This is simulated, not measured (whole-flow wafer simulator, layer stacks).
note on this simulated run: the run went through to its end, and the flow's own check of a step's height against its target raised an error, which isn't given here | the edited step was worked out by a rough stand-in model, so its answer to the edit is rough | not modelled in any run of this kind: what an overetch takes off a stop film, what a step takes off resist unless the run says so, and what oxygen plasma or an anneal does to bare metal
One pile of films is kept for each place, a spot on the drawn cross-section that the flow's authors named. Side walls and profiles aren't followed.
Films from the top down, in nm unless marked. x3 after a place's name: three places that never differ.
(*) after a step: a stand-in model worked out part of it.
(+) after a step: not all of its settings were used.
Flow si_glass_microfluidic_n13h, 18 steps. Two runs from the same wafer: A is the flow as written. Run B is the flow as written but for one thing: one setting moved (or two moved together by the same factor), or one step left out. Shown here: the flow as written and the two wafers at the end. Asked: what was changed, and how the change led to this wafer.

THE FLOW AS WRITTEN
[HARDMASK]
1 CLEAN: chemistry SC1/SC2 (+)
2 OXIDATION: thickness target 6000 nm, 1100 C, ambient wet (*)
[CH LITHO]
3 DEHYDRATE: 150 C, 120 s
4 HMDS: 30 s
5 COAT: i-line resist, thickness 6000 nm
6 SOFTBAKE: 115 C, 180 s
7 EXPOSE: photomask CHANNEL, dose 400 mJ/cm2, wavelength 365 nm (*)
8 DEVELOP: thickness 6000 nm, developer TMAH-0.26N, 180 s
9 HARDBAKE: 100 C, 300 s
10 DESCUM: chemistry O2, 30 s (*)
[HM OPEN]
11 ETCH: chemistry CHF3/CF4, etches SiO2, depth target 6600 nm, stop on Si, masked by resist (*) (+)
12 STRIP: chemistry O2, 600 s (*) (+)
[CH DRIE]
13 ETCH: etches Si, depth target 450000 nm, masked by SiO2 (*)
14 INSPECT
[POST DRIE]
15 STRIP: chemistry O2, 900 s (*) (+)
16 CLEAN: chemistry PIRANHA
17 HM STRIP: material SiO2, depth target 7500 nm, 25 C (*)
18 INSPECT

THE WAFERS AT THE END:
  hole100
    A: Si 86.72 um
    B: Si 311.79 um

The cause: step 13, ETCH: depth target 225000 nm was run, where the flow has depth target 450000 nm.

How the change led to this, step by step:
  13 ETCH: etches Si, depth target 450000 nm, masked by SiO2 (*)
      land: A SiO2 -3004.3 | B SiO2 -1503.8
      hole100: A chemical SiO2 -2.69 (all of it), Si -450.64 um | B chemical SiO2 -2.69 (all of it), Si -225.57 um
  17 HM STRIP: material SiO2, depth target 7500 nm, 25 C (*)
      land: A SiO2 -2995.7 (all of it) | B SiO2 -4496.2 (all of it)
